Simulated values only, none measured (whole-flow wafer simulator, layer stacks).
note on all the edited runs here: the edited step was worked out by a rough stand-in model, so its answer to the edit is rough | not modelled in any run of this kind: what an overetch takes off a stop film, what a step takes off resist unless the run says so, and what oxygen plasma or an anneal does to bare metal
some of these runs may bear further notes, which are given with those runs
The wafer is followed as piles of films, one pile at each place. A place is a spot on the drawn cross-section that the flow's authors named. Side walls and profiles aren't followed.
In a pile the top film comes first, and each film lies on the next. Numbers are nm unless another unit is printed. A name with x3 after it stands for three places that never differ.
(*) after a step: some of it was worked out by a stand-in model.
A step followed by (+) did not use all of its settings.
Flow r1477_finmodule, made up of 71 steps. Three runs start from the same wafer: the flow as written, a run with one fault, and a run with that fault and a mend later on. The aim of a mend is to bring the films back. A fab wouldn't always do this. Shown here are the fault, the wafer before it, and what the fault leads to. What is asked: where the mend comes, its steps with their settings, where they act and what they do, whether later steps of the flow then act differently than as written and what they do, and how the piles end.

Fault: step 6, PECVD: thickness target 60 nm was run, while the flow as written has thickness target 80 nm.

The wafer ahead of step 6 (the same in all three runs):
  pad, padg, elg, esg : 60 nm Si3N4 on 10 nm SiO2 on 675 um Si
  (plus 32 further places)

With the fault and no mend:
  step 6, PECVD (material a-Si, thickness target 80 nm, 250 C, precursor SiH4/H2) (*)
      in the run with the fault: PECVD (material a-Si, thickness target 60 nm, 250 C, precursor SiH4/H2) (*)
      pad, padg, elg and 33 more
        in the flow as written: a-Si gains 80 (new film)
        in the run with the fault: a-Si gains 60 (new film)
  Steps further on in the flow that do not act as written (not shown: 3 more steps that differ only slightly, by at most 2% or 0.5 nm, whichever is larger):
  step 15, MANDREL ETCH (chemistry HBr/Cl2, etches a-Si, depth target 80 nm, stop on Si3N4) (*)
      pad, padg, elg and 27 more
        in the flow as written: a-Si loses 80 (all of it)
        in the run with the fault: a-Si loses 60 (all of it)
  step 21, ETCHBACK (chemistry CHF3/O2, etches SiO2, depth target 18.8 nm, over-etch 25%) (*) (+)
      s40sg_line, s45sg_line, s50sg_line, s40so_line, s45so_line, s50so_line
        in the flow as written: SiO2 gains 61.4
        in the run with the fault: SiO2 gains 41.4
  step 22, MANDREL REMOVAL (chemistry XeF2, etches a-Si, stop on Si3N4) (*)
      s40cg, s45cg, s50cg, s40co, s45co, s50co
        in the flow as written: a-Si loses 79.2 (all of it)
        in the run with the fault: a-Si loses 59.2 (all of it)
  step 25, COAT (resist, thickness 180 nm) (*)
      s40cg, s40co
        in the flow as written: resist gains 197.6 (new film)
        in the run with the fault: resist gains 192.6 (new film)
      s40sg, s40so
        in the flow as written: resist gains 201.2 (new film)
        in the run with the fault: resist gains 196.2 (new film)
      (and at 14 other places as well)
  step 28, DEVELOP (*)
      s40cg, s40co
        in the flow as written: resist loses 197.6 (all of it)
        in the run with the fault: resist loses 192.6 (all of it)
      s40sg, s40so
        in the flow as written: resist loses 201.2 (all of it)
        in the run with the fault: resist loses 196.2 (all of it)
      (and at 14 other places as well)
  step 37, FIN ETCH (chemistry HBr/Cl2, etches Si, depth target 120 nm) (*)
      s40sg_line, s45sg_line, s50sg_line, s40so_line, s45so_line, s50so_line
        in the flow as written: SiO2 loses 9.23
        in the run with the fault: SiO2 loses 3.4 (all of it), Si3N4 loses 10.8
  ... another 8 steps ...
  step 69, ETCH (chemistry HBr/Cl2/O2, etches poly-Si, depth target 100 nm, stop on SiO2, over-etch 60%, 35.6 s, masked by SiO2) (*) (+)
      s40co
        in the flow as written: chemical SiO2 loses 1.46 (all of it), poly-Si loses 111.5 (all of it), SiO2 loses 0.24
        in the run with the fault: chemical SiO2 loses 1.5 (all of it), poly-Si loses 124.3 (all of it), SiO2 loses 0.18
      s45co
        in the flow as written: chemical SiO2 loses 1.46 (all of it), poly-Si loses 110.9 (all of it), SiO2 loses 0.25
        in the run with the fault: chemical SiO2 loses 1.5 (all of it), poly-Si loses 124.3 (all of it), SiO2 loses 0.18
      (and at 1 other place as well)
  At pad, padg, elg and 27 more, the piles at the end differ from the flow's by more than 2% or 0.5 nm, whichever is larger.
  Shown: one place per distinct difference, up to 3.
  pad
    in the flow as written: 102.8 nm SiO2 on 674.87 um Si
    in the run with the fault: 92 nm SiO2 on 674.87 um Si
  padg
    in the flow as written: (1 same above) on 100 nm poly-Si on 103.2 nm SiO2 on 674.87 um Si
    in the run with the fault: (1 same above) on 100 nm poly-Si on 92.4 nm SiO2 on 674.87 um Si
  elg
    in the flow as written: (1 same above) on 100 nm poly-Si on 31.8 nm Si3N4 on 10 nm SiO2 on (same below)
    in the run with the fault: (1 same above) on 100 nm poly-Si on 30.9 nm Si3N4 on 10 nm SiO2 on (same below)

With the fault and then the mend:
  After step 7 comes the mend.
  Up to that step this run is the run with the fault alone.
  step 7a, PECVD (material a-Si, thickness target 20 nm, 250 C, precursor SiH4/H2) (*) (a further turn of the flow's step 6, with different settings)
      pad, padg, elg and 33 more
        a-Si gains 20
  None of the later steps of the flow acts differently than as written at any place that is followed.
  By the end, the piles equal the flow's at every place that both follow.
